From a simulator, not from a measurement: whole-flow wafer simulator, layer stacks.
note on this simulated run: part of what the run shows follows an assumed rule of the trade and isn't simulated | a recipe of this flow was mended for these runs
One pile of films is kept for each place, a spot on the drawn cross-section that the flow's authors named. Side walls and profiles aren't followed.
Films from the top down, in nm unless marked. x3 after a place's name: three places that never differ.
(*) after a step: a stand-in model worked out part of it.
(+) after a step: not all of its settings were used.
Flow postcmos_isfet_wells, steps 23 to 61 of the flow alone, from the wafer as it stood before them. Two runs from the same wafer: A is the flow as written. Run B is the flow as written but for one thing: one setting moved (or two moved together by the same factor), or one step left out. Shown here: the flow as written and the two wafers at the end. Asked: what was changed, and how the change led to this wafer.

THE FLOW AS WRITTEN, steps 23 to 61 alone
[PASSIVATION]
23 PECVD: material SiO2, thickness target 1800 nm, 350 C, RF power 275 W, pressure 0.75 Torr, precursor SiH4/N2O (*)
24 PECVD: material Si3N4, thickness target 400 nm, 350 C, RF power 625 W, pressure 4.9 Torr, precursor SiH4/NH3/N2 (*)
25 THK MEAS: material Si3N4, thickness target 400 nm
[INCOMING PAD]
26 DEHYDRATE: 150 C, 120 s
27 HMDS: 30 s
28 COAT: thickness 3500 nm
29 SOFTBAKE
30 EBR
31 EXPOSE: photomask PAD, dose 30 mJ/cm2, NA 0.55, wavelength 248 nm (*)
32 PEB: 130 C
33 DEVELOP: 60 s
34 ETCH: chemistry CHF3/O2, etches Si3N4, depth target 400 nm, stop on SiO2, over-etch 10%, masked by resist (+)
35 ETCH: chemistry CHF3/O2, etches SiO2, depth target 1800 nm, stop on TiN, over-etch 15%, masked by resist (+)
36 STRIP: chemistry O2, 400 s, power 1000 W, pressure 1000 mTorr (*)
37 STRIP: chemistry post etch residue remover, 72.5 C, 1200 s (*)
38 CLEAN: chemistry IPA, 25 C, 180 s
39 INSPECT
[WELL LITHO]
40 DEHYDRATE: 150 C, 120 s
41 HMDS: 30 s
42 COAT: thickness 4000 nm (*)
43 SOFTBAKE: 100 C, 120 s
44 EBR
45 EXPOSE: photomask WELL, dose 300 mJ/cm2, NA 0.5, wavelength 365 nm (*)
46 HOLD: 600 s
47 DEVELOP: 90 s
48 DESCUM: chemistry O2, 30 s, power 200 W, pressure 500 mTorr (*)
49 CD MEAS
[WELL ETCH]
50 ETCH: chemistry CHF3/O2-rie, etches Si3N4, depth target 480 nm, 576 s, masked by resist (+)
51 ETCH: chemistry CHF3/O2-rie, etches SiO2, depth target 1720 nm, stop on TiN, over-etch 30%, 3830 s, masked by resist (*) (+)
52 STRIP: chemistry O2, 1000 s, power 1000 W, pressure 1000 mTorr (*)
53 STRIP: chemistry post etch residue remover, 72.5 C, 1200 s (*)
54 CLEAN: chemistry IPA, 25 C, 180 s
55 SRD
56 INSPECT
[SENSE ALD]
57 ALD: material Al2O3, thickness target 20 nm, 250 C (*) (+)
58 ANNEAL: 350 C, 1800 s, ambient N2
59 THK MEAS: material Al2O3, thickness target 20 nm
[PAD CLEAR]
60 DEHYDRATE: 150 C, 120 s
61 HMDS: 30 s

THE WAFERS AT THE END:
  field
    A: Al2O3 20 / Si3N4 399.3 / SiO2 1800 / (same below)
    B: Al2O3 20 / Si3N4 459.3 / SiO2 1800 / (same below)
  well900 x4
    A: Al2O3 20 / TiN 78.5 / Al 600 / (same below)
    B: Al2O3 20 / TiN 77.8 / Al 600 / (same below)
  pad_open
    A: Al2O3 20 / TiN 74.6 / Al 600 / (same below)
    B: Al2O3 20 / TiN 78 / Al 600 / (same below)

The cause: step 24, PECVD: thickness target 460 nm was run, where the flow has thickness target 400 nm.

How the change led to this, step by step:
  24 PECVD: material Si3N4, thickness target 400 nm, 350 C, RF power 625 W, pressure 4.9 Torr, precursor SiH4/NH3/N2 (*)
      field, margin x2, well900 x4, pad_clr, pad_open: A Si3N4 +400 (new film) | B Si3N4 +460 (new film)
  34 ETCH: chemistry CHF3/O2, etches Si3N4, depth target 400 nm, stop on SiO2, over-etch 10%, masked by resist (+)
      pad_open: A Si3N4 -400 (all of it), SiO2 -20 | B Si3N4 -440
  35 ETCH: chemistry CHF3/O2, etches SiO2, depth target 1800 nm, stop on TiN, over-etch 15%, masked by resist (+)
      pad_open: A SiO2 -1780 (all of it), TiN -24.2 | B Si3N4 -20 (all of it), SiO2 -1800 (all of it), TiN -20.8
  43 SOFTBAKE: 100 C, 120 s
      pad_clr: A thick-g/i-line-resist -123 | B thick-g/i-line-resist -127.4
  50 ETCH: chemistry CHF3/O2-rie, etches Si3N4, depth target 480 nm, 576 s, masked by resist (+)
      well900 x4: A Si3N4 -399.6 (all of it), SiO2 -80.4 | B Si3N4 -459.6 (all of it), SiO2 -20.4
  51 ETCH: chemistry CHF3/O2-rie, etches SiO2, depth target 1720 nm, stop on TiN, over-etch 30%, 3830 s, masked by resist (*) (+)
      well900 x4: A SiO2 -1719.6 (all of it), TiN -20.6 | B SiO2 -1779.6 (all of it), TiN -21.4
